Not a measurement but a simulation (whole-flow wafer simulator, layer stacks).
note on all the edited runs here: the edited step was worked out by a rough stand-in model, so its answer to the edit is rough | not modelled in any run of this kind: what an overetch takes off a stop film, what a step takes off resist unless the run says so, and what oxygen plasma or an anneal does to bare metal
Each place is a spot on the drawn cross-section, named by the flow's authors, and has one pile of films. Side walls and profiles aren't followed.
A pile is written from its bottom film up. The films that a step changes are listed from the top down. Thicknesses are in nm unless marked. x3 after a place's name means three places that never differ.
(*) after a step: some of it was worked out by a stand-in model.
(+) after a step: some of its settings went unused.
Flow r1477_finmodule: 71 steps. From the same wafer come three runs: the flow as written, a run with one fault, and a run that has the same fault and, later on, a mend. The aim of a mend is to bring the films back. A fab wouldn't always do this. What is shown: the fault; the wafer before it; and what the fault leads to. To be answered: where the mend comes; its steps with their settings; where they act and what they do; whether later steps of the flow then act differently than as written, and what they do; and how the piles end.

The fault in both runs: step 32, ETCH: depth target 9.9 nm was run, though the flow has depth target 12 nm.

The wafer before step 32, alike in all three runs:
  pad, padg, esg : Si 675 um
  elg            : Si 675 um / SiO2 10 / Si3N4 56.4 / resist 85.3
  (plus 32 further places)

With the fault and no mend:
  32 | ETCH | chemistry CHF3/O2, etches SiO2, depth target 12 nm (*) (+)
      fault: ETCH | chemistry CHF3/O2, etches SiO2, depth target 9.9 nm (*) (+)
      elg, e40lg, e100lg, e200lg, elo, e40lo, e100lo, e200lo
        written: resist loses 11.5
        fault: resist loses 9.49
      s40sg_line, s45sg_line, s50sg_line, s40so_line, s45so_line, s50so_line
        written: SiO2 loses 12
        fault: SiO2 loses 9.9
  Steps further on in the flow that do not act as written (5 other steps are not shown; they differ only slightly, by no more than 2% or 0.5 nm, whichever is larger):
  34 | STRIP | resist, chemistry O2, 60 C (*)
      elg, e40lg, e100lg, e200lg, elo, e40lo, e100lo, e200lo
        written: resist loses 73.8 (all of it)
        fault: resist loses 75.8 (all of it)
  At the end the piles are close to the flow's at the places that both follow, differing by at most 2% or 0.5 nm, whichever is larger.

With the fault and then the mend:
  The mend follows step 32.
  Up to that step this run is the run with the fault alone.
  32a | ETCH | chemistry CHF3/O2, etches SiO2, depth target 2.1 nm (*) (the flow's step 32 again, with other settings)
      pad, padg, e40sg and 11 more
        Si loses 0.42
      elg, e40lg, e100lg, e200lg, elo, e40lo, e100lo, e200lo
        resist loses 2.01
      s40sg_line, s45sg_line, s50sg_line, s40so_line, s45so_line, s50so_line
        SiO2 loses 2.1
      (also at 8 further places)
  Later steps of the flow that are run all act as written at every place that is followed, up to a difference of at most 2% or 0.5 nm, whichever is larger.
  At the end the piles are close to the flow's at the places that both follow, differing by at most 2% or 0.5 nm, whichever is larger.
